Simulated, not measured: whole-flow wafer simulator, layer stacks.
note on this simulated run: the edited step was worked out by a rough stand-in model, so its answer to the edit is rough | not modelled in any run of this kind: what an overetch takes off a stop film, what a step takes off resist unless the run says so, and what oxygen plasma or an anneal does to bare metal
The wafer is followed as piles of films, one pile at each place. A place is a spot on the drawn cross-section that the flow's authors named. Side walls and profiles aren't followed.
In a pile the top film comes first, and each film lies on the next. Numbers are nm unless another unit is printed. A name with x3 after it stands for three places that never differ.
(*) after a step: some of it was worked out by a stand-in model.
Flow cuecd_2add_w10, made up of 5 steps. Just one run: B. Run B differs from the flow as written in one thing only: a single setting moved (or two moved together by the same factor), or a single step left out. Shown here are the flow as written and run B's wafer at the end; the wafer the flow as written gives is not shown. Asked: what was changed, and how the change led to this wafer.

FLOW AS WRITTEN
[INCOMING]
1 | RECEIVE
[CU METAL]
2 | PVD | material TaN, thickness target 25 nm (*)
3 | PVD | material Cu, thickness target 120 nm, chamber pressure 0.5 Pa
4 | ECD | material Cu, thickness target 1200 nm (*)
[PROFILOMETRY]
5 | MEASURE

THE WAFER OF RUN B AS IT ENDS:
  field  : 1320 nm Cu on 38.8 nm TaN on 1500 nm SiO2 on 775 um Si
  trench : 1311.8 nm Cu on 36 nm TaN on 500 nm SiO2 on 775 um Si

The reason: step 2, PVD: thickness target 38.8 nm was run, whereas the flow has thickness target 25 nm.
The wafer lets one read it off: field has TaN 38.8, and step 2 as written asks for 25 nm.

The path from the change to this, step by step:
  2 | PVD | material TaN, thickness target 25 nm (*)
      field: TaN gains 38.8 (new film) (as written it would have been: TaN gains 25 (new film))
      trench: TaN gains 36 (new film) (as written it would have been: TaN gains 23.2 (new film))
